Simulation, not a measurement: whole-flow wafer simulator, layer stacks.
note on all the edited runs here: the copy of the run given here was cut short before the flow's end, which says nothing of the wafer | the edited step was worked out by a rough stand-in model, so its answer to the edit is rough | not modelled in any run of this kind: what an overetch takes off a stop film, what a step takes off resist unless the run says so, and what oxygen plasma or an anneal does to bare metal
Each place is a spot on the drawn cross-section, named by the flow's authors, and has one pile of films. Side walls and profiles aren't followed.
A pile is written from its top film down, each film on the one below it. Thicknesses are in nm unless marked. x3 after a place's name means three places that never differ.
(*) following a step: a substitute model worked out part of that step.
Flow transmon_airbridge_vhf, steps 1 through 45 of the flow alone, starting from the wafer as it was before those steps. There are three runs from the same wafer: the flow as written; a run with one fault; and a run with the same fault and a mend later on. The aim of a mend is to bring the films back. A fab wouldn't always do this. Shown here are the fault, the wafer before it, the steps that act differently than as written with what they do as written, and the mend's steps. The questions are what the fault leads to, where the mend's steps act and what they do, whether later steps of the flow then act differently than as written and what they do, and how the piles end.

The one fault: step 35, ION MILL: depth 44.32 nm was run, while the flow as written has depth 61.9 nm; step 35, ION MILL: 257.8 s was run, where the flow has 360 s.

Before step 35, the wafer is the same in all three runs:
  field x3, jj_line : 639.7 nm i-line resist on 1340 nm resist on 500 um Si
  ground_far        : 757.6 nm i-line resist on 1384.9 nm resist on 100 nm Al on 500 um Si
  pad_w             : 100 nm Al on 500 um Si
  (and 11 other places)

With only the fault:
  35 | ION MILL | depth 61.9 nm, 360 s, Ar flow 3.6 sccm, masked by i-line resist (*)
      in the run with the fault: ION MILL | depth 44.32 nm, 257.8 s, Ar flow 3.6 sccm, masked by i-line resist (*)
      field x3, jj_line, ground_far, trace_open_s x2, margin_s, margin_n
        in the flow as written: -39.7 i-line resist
        in the run with the fault: -28.5 i-line resist
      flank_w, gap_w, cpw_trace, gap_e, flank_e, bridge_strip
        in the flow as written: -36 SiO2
        in the run with the fault: -25.8 SiO2
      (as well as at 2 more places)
  Steps further on in the flow that do not act as written (3 other steps are not shown; they differ only slightly, by no more than 2% or 0.5 nm, whichever is larger):
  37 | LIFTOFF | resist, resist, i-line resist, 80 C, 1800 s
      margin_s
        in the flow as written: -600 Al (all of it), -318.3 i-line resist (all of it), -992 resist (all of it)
        in the run with the fault: -600 Al (all of it), -329.5 i-line resist (all of it), -992 resist (all of it)
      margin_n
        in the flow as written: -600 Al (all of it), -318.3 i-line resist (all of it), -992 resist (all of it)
        in the run with the fault: -600 Al (all of it), -329.6 i-line resist (all of it), -992 resist (all of it)
  At pad_w, pad_e, the piles at the end differ from the flow's by more than 2% or 0.5 nm, whichever is larger.
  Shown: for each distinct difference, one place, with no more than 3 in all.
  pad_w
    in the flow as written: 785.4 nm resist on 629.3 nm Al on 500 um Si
    in the run with the fault: 782.5 nm resist on 647 nm Al on 500 um Si

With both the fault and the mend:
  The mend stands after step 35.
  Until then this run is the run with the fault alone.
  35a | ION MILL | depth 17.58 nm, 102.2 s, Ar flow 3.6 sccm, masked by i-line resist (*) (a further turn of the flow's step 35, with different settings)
      field x3, jj_line, ground_far, trace_open_s x2, margin_s, margin_n
        -11.3 i-line resist
      flank_w, gap_w, cpw_trace, gap_e, flank_e, bridge_strip
        -10.2 SiO2
      pad_w, pad_e
        -17.6 Al
  Later steps of the flow that are run all act as written at every place that is followed.
  The piles end the same as the flow's at every place that both follow.
